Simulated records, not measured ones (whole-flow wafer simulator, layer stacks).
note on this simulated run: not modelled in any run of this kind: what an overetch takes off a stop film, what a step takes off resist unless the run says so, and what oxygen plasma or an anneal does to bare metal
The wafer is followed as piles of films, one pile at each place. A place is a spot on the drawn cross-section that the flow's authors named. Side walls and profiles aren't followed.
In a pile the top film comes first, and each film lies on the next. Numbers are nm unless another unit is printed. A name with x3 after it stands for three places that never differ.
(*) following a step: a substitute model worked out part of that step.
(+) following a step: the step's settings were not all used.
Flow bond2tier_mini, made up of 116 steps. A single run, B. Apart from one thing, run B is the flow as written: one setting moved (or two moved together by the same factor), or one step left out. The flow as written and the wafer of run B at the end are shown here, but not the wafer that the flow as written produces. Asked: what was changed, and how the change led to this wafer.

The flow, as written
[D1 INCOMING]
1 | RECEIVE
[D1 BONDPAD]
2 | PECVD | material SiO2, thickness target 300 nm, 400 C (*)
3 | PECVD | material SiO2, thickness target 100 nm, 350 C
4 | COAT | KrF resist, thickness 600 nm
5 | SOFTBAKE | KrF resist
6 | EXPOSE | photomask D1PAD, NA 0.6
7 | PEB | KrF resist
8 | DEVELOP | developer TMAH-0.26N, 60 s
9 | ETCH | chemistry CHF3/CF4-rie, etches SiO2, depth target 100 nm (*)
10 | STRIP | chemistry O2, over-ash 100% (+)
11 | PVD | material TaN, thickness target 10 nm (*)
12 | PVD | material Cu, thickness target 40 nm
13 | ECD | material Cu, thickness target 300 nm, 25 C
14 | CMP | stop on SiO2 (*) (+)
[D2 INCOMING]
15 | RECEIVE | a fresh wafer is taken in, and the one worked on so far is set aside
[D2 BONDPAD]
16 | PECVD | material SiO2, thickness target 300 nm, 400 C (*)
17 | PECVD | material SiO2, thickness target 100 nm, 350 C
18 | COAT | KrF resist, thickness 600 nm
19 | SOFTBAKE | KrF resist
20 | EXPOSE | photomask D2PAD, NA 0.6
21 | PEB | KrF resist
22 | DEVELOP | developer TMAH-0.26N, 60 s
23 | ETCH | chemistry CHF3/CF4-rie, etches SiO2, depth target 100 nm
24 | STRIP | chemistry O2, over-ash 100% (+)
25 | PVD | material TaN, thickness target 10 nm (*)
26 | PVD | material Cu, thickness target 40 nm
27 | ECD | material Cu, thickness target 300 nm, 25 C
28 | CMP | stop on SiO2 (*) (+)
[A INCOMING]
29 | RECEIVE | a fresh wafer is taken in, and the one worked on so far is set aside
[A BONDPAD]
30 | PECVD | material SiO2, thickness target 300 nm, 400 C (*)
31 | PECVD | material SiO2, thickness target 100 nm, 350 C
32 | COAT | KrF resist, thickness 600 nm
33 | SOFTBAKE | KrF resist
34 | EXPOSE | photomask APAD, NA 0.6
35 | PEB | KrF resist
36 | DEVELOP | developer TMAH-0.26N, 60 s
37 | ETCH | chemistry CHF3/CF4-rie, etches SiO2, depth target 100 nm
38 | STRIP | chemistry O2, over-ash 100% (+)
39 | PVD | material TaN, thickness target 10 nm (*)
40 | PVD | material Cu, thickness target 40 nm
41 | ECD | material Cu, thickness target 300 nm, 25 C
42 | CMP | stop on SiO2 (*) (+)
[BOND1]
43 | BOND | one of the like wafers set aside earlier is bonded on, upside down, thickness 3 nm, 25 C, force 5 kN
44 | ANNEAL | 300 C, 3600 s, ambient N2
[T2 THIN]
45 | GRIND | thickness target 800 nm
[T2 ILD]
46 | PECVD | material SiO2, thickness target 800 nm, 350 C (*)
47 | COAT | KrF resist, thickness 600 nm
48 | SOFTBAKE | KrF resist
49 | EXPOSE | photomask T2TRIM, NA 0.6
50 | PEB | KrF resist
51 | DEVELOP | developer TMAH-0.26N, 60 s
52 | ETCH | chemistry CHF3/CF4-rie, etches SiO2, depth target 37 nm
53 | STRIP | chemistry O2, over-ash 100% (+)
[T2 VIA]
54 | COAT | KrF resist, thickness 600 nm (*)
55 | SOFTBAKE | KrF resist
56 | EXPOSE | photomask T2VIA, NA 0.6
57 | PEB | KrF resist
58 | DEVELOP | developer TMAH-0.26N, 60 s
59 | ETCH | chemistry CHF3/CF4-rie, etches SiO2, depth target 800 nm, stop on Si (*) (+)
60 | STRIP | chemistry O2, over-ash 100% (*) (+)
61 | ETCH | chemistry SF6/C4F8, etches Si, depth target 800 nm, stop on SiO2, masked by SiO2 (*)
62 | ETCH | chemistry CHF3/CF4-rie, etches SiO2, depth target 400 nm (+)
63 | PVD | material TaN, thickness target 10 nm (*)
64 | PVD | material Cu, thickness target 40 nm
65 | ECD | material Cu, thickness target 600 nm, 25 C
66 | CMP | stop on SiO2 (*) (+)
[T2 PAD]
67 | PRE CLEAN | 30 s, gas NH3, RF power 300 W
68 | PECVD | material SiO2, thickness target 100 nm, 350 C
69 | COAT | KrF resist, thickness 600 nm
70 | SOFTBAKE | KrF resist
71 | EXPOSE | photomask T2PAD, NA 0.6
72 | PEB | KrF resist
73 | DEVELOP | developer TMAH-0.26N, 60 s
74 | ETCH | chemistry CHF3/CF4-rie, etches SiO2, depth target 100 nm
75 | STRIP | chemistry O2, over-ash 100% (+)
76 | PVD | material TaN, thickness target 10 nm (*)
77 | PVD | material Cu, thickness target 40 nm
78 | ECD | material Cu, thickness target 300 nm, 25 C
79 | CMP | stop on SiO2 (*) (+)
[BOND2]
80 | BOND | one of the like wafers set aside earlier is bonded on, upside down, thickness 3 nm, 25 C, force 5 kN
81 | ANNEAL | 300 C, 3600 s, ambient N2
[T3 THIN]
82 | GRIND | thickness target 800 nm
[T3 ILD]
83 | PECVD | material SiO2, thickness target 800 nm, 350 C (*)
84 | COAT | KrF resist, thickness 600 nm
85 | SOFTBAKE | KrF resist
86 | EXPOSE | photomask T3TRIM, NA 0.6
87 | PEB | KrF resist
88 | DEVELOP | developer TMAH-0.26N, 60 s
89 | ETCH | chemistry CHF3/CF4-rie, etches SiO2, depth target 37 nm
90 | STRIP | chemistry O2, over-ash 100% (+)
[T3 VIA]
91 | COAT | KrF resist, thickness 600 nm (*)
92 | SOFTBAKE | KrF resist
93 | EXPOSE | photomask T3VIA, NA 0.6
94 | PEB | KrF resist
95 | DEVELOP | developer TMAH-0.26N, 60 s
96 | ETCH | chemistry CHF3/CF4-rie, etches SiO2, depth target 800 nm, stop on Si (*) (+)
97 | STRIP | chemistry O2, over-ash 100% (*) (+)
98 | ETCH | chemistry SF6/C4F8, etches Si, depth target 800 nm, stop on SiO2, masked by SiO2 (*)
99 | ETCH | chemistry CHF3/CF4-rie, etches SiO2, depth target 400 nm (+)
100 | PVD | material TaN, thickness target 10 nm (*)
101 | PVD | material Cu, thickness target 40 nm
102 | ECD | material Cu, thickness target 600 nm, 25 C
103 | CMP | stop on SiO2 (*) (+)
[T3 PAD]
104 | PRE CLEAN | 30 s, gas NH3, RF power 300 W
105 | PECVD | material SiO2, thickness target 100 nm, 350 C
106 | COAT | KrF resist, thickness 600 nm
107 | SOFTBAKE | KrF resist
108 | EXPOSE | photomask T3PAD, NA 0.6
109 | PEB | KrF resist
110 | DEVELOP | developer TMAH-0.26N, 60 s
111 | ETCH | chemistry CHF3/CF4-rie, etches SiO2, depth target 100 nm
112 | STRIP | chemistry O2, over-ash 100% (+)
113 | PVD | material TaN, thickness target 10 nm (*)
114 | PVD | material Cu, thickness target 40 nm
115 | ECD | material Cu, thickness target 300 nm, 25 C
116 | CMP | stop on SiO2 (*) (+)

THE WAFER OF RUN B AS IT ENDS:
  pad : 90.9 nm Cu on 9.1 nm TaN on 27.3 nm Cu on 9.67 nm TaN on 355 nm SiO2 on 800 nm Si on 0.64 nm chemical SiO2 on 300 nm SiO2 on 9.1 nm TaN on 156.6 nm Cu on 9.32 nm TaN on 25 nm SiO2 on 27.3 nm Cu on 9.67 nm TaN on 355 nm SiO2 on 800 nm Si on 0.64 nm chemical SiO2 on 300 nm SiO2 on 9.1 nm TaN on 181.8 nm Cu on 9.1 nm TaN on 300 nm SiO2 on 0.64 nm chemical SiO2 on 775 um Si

Cause: step 74, ETCH: depth target 75 nm was run, while the flow as written has depth target 100 nm.

The path from the change to this, step by step:
  74 | ETCH | chemistry CHF3/CF4-rie, etches SiO2, depth target 100 nm
      pad: SiO2 loses 75 (it would be, as written: SiO2 loses 100 (all of it))
      field: KrF resist loses 25 (it would be, as written: KrF resist loses 33.3)
  77 | PVD | material Cu, thickness target 40 nm
      pad: Cu gains 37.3 (new film) (it would be, as written: Cu gains 36.4 (new film))
  78 | ECD | material Cu, thickness target 300 nm, 25 C
      pad: Cu gains 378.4 (it would be, as written: Cu gains 404.5)
Taking metal films that touch as one body, pad has 4 bodies (between them, from the top down: SiO2 355 / Si 800 / chemical SiO2 0.64 / SiO2 300; SiO2 25; SiO2 355 / Si 800 / chemical SiO2 0.64 / SiO2 300); the flow as written gives 3 bodies (between them, from the top down: SiO2 355 / Si 800 / chemical SiO2 0.64 / SiO2 300; SiO2 355 / Si 800 / chemical SiO2 0.64 / SiO2 300).
